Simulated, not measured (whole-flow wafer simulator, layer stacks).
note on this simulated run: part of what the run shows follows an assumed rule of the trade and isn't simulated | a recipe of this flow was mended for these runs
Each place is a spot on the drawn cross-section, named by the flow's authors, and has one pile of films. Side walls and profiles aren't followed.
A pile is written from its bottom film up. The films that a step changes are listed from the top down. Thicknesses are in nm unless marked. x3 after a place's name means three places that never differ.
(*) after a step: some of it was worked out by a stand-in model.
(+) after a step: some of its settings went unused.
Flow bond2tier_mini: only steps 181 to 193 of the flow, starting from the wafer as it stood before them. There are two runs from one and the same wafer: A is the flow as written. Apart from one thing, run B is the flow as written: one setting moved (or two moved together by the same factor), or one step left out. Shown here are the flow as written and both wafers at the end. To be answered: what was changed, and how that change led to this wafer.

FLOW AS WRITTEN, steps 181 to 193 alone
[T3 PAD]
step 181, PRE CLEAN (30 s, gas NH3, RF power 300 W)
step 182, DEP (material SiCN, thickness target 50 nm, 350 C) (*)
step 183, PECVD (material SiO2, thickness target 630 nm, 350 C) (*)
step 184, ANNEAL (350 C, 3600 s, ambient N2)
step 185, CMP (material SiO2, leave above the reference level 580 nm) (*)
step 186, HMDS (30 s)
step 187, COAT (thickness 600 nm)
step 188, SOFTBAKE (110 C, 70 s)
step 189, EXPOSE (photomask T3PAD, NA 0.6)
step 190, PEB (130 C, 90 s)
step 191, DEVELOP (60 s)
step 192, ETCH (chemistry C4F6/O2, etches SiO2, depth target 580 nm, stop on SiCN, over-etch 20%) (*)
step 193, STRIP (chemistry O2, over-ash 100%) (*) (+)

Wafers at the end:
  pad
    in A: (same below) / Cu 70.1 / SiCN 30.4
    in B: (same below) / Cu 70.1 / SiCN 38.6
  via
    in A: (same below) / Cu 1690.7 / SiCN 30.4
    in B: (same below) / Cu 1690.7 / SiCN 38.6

The reason: step 192, ETCH: depth target 539.9 nm was run, while the flow as written has depth target 580 nm.

How this came from the change, step by step:
  step 192, ETCH (chemistry C4F6/O2, etches SiO2, depth target 580 nm, stop on SiCN, over-etch 20%) (*)
      pad, via: A SiO2 loses 580 (all of it), SiCN loses 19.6 | B SiO2 loses 580 (all of it), SiCN loses 11.4
      field: A thick-KrF-resist loses 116 | B thick-KrF-resist loses 108
